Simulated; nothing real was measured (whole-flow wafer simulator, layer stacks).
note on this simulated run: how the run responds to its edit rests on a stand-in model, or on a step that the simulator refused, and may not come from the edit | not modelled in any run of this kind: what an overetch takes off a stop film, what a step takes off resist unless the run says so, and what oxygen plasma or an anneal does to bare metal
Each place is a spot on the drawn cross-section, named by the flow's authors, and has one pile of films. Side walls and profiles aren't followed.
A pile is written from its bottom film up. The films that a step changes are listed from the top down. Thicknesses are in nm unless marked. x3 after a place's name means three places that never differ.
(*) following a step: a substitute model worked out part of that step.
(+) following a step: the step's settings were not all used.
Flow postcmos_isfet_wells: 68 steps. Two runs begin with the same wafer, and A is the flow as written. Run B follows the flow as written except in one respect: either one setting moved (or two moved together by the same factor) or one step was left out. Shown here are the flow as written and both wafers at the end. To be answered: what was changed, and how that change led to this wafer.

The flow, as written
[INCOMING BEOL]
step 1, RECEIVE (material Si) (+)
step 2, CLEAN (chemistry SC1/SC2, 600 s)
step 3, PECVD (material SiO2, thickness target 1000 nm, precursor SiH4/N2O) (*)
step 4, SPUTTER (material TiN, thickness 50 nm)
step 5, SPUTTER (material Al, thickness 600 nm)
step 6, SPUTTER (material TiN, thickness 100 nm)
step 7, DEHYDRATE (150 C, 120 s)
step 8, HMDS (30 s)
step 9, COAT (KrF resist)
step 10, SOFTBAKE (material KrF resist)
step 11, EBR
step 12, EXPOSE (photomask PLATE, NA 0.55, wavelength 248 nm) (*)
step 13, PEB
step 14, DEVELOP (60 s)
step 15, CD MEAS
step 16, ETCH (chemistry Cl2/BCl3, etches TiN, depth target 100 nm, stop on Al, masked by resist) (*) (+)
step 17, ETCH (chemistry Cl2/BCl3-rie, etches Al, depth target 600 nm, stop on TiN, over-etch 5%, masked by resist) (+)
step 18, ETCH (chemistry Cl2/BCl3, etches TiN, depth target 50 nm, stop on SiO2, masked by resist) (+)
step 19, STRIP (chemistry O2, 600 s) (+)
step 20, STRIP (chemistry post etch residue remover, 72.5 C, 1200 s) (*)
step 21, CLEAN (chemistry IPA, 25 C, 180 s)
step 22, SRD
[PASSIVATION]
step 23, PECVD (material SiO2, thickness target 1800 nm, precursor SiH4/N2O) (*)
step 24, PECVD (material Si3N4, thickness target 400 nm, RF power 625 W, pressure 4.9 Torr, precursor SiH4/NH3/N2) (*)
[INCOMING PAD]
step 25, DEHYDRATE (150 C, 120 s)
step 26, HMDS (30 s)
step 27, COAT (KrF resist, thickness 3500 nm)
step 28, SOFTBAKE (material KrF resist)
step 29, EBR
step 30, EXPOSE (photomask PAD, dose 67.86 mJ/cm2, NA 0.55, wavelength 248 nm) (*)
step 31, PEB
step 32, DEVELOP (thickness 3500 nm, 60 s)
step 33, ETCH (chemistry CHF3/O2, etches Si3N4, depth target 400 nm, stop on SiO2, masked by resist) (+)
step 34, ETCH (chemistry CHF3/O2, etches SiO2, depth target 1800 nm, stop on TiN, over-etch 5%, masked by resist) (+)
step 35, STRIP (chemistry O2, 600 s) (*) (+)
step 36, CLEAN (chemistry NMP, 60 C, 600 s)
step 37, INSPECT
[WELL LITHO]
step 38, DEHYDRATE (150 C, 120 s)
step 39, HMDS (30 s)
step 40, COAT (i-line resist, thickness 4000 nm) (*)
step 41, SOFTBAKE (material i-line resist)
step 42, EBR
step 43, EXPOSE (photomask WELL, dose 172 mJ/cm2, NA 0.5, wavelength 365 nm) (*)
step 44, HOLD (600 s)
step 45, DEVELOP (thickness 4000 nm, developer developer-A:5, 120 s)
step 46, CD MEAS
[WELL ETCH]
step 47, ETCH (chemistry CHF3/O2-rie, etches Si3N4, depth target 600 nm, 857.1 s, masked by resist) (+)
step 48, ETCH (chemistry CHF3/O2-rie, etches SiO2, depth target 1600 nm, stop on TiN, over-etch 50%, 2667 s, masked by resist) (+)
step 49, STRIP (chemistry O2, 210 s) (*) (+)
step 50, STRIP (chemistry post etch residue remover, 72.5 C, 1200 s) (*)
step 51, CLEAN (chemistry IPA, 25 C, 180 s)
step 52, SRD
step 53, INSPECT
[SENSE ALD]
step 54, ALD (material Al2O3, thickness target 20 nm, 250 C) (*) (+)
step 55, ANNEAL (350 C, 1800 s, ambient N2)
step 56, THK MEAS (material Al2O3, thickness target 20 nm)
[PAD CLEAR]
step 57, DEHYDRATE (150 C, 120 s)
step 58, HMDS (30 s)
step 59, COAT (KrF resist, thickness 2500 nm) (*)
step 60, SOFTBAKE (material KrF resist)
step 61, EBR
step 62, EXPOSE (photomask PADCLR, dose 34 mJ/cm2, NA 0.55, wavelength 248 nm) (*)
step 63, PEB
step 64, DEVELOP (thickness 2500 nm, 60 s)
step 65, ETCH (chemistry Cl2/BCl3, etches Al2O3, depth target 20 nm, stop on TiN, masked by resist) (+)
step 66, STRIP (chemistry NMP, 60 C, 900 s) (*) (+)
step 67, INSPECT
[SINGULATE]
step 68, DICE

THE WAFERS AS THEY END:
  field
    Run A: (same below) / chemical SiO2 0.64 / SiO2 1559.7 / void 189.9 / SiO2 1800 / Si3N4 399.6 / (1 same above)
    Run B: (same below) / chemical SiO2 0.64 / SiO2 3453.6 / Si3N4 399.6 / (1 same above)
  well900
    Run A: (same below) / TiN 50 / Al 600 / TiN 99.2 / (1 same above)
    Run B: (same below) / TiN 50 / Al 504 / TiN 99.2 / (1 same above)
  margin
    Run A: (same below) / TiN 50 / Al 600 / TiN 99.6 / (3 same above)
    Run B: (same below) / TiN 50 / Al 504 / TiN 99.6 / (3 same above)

What caused this: step 5, SPUTTER: thickness 504 nm was run, while the flow as written has thickness 600 nm.
The wafer itself shows it: well900 has Al 504, and step 5 as written asks for 600 nm.

Step by step, how the change led to this:
  step 5, SPUTTER (material Al, thickness 600 nm)
      field, margin, well900, well1300 x3, pad_rim, pad_clr, pad_open: A +600 Al (new film) | B +504 Al (new film)
  step 17, ETCH (chemistry Cl2/BCl3-rie, etches Al, depth target 600 nm, stop on TiN, over-etch 5%, masked by resist) (+)
      margin, well900, well1300 x3, pad_rim, pad_clr, pad_open: A -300 KrF resist | B -264.6 KrF resist
      field: A -600 Al (all of it) | B -504 Al (all of it)
  step 19, STRIP (chemistry O2, 600 s) (+)
      margin, well900, well1300 x3, pad_rim, pad_clr, pad_open: A -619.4 KrF resist (all of it) | B -654.8 KrF resist (all of it)
  step 23, PECVD (material SiO2, thickness target 1800 nm, precursor SiH4/N2O) (*)
      field: A +1800 SiO2 (new film), +189.9 void (new film), +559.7 SiO2 | B +2453.6 SiO2
